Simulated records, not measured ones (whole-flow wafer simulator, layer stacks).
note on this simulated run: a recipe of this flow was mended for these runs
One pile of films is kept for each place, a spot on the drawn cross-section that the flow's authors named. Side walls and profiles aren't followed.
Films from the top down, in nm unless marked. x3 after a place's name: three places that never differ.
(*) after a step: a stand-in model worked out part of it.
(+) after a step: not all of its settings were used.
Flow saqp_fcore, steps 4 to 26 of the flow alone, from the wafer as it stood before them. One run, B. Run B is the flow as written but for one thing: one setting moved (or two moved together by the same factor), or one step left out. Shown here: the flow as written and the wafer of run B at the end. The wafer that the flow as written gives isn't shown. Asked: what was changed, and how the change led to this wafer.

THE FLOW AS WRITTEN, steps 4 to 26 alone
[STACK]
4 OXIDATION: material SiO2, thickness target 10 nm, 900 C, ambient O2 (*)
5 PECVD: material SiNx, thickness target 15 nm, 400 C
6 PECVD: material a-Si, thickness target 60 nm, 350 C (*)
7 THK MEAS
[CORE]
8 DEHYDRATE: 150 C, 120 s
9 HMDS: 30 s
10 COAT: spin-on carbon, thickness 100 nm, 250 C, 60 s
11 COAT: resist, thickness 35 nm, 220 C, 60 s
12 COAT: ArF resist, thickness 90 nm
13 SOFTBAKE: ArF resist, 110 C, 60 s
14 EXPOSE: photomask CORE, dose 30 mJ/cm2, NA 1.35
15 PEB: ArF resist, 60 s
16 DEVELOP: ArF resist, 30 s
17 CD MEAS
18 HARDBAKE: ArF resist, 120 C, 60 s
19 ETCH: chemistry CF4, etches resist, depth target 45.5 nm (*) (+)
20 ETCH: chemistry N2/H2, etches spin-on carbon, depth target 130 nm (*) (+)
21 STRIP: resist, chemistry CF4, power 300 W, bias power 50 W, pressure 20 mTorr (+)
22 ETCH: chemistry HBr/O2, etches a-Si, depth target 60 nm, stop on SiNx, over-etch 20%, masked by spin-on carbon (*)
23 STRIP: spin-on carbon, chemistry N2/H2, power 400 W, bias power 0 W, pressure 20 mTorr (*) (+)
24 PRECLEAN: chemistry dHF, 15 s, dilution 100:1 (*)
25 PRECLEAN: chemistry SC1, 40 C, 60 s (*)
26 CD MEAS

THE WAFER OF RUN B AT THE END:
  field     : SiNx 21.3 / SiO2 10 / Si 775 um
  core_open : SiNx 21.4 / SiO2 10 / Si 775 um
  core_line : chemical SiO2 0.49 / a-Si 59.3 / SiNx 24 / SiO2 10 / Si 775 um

The cause: step 5, PECVD: thickness target 24 nm was run, where the flow has thickness target 15 nm.
It can be read off the wafer: core_line has SiNx 24, and step 5 as written asks for 15 nm.

How the change led to this, step by step:
  5 PECVD: material SiNx, thickness target 15 nm, 400 C
      field, core_open, core_line: SiNx +24 (new film) (as written it would be: SiNx +15 (new film))
